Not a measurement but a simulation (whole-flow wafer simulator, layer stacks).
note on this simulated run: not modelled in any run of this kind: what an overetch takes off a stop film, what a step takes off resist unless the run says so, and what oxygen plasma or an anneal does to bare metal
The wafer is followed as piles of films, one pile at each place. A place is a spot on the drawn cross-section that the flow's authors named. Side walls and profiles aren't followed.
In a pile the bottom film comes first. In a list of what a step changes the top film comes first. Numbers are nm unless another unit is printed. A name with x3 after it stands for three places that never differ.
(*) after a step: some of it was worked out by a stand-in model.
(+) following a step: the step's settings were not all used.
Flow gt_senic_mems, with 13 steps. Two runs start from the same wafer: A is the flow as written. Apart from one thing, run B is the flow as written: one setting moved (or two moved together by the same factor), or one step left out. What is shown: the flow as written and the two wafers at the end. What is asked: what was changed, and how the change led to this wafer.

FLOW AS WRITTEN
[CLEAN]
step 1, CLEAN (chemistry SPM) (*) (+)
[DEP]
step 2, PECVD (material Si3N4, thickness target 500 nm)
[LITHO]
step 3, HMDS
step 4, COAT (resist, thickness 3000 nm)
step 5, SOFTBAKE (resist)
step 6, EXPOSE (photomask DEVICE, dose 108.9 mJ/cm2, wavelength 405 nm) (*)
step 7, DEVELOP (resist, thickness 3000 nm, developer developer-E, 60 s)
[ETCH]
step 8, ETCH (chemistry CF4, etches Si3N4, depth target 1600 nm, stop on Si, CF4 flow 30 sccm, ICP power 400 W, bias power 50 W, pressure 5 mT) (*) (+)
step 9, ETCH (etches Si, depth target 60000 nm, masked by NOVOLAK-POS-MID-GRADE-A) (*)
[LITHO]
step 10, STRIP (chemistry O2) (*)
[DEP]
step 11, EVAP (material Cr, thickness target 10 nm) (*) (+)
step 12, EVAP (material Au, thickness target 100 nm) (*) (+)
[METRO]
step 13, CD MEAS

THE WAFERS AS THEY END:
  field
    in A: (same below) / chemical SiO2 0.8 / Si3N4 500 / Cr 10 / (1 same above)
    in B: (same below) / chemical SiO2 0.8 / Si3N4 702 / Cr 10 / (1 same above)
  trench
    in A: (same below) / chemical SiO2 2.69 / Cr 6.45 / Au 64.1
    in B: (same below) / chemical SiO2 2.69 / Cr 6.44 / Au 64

What caused this: step 2, PECVD: thickness target 702 nm was run, whereas the flow has thickness target 500 nm.
The wafer lets one read it off: field has Si3N4 702, and step 2 as written asks for 500 nm.

How this came from the change, step by step:
  step 2, PECVD (material Si3N4, thickness target 500 nm)
      field, trench: A +500 Si3N4 (new film) | B +702 Si3N4 (new film)
  step 8, ETCH (chemistry CF4, etches Si3N4, depth target 1600 nm, stop on Si, CF4 flow 30 sccm, ICP power 400 W, bias power 50 W, pressure 5 mT) (*) (+)
      field: A -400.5 resist | B -535.2 resist
      trench: A -500 Si3N4 (all of it), -0.8 chemical SiO2 (all of it) | B -702 Si3N4 (all of it), -0.8 chemical SiO2 (all of it)
  step 10, STRIP (chemistry O2) (*)
      field: A -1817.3 resist (all of it) | B -1682.6 resist (all of it)
